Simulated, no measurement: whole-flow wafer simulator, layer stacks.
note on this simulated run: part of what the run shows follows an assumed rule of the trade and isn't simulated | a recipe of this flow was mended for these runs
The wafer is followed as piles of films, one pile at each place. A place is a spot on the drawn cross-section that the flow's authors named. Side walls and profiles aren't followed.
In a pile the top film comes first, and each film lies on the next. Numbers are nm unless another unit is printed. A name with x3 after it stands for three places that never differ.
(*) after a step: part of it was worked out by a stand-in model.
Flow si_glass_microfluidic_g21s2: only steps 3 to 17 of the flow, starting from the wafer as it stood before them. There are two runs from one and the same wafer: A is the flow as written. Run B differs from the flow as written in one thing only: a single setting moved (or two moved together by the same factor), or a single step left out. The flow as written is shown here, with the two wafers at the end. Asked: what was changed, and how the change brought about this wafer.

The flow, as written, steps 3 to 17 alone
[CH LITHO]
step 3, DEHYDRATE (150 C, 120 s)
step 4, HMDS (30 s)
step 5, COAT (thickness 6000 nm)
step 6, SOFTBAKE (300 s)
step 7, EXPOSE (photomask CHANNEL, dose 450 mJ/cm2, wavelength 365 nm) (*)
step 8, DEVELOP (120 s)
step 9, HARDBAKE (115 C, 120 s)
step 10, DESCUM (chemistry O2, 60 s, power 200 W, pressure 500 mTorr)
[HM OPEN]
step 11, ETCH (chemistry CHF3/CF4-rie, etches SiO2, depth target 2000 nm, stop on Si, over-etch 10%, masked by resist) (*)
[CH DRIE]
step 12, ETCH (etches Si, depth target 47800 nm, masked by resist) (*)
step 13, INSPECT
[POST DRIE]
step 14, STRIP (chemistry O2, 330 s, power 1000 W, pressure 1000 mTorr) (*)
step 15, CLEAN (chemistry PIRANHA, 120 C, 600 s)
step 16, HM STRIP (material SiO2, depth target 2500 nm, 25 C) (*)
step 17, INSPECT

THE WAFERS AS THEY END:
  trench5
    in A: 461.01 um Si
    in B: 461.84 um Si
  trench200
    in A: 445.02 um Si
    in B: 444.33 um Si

The reason: step 5, COAT: thickness 9600 nm was run, though the flow has thickness 6000 nm.

Step by step, how the change led to this:
  step 5, COAT (thickness 6000 nm)
      land, trench20, trench5, trench200: A thick-i-line-resist gains 6000 (new film) | B thick-i-line-resist gains 9600 (new film)
  step 8, DEVELOP (120 s)
      trench20, trench5, trench200: A thick-i-line-resist loses 6000 (all of it) | B thick-i-line-resist loses 9600 (all of it)
  step 9, HARDBAKE (115 C, 120 s)
      land: A thick-i-line-resist loses 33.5 | B thick-i-line-resist loses 66.9
  step 12, ETCH (etches Si, depth target 47800 nm, masked by resist) (*)
      trench5: A Si loses 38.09 um | B Si loses 37.25 um
      trench200: A Si loses 54.08 um | B Si loses 54.76 um
  step 14, STRIP (chemistry O2, 330 s, power 1000 W, pressure 1000 mTorr) (*)
      land: A thick-i-line-resist loses 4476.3 (all of it) | B thick-i-line-resist loses 7225.2
  step 15, CLEAN (chemistry PIRANHA, 120 C, 600 s)
      land: A nothing | B thick-i-line-resist loses 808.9 (all of it)
